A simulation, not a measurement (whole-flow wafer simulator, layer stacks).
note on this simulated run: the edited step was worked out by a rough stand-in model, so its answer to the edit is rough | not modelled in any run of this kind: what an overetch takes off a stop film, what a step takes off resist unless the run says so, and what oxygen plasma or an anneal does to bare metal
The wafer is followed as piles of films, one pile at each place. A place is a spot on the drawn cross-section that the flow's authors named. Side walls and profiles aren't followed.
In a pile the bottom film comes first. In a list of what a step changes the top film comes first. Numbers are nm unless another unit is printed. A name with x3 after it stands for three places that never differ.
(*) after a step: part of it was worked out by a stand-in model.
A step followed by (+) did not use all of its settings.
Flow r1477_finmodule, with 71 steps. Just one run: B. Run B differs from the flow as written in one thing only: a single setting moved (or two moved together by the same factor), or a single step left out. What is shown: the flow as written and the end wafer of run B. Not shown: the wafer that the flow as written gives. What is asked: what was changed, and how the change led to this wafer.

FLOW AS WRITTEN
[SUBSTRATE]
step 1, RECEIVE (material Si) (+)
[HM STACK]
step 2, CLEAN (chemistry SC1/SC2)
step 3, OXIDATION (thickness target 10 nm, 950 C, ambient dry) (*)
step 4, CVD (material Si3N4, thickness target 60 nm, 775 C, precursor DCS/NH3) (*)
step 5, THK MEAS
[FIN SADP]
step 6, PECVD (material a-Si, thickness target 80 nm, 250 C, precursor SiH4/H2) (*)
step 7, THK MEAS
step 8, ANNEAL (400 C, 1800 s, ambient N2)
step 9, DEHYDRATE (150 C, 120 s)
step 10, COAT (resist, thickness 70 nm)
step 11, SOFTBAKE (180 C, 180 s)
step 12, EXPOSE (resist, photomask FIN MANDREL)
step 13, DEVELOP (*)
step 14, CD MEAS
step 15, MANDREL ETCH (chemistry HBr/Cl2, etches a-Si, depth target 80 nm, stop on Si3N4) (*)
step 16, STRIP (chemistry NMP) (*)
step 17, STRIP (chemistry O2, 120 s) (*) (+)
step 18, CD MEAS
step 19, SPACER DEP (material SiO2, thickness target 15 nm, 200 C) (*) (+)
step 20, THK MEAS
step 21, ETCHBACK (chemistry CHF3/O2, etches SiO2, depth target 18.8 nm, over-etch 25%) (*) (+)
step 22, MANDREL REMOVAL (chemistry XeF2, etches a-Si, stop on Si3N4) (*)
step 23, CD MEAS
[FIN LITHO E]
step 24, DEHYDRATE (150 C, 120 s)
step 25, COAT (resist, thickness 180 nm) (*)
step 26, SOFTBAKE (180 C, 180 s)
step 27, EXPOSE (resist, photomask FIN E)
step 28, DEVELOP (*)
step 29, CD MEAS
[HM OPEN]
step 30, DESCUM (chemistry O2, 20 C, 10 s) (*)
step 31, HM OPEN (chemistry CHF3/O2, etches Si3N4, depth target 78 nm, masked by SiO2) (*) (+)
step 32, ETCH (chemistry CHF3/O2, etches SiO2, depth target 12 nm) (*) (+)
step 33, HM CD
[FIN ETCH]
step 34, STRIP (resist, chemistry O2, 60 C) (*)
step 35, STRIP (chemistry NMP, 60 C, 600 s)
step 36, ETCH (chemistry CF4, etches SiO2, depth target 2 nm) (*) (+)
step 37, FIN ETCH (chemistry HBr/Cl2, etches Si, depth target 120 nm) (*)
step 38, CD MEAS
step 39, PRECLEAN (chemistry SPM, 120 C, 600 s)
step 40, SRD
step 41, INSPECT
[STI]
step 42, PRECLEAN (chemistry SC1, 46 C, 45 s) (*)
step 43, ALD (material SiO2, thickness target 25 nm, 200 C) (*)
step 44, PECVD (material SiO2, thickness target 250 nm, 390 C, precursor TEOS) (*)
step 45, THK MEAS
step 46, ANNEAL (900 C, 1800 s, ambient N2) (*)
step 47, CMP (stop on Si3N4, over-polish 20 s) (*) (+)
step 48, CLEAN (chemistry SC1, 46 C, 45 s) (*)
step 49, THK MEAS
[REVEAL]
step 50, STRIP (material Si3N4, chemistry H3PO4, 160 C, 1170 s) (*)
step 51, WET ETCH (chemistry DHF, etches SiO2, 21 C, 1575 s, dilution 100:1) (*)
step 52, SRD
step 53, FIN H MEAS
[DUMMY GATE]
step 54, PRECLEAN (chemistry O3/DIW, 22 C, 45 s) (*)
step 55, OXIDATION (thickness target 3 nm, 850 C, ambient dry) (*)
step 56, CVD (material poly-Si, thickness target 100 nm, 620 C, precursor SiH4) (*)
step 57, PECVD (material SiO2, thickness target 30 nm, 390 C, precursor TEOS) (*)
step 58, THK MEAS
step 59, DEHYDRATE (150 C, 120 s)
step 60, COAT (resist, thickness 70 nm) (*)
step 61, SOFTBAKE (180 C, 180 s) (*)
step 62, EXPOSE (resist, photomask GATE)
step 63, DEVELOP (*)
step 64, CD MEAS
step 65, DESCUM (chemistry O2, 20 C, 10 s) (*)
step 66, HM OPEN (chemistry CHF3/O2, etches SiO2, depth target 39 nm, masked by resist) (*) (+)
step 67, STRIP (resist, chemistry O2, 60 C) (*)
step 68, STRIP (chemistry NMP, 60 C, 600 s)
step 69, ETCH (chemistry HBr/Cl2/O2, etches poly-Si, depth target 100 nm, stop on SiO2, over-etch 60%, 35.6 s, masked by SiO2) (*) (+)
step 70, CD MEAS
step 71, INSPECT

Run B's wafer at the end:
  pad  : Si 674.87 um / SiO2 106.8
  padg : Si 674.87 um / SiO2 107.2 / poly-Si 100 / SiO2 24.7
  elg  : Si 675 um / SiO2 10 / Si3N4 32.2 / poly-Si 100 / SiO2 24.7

What caused this: step 51, WET ETCH: 19.84 C was run, while the flow as written has 21 C.

How this came from the change, step by step:
  step 51, WET ETCH (chemistry DHF, etches SiO2, 21 C, 1575 s, dilution 100:1) (*)
      pad, padg, e40sg and 12 more: -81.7 SiO2 (as written it would have been: -85.7 SiO2)
      esg, s40cg, s45cg, s50cg, s40co, s45co, s50co: -75.4 SiO2 (as written it would have been: -79.1 SiO2)
  step 56, CVD (material poly-Si, thickness target 100 nm, 620 C, precursor SiH4) (*)
      s40cg, s40co: +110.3 poly-Si (new film) (as written it would have been: +113.9 poly-Si (new film))
      s45cg, s45co: +109.7 poly-Si (new film) (as written it would have been: +113.4 poly-Si (new film))
      (also at 3 further places)
  step 60, COAT (resist, thickness 70 nm) (*)
      s40sg, s45sg, s40so, s45so: +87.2 resist (new film) (as written it would have been: +91 resist (new film))
      e40sg, eso, e40so: +126.1 resist (new film) (as written it would have been: +129.5 resist (new film))
      (also at 6 further places)
  step 63, DEVELOP (*)
      eso, e40so: -126.1 resist (all of it) (as written it would have been: -129.5 resist (all of it))
      s40so, s45so: -87.2 resist (all of it) (as written it would have been: -91 resist (all of it))
      (also at 3 further places)
  step 67, STRIP (resist, chemistry O2, 60 C) (*)
      e40sg: -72 resist (all of it) (as written it would have been: -75.4 resist (all of it))
      e100sg: -72 resist (all of it) (as written it would have been: -75.3 resist (all of it))
      (also at 4 further places)
  step 69, ETCH (chemistry HBr/Cl2/O2, etches poly-Si, depth target 100 nm, stop on SiO2, over-etch 60%, 35.6 s, masked by SiO2) (*) (+)
      s40co: -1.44 chemical SiO2 (all of it), -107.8 poly-Si (all of it), -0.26 SiO2 (as written it would have been: -1.46 chemical SiO2 (all of it), -111.5 poly-Si (all of it), -0.24 SiO2)
      s45co: -1.44 chemical SiO2 (all of it), -107.3 poly-Si (all of it), -0.26 SiO2 (as written it would have been: -1.46 chemical SiO2 (all of it), -110.9 poly-Si (all of it), -0.25 SiO2)
      (also at 1 further place)
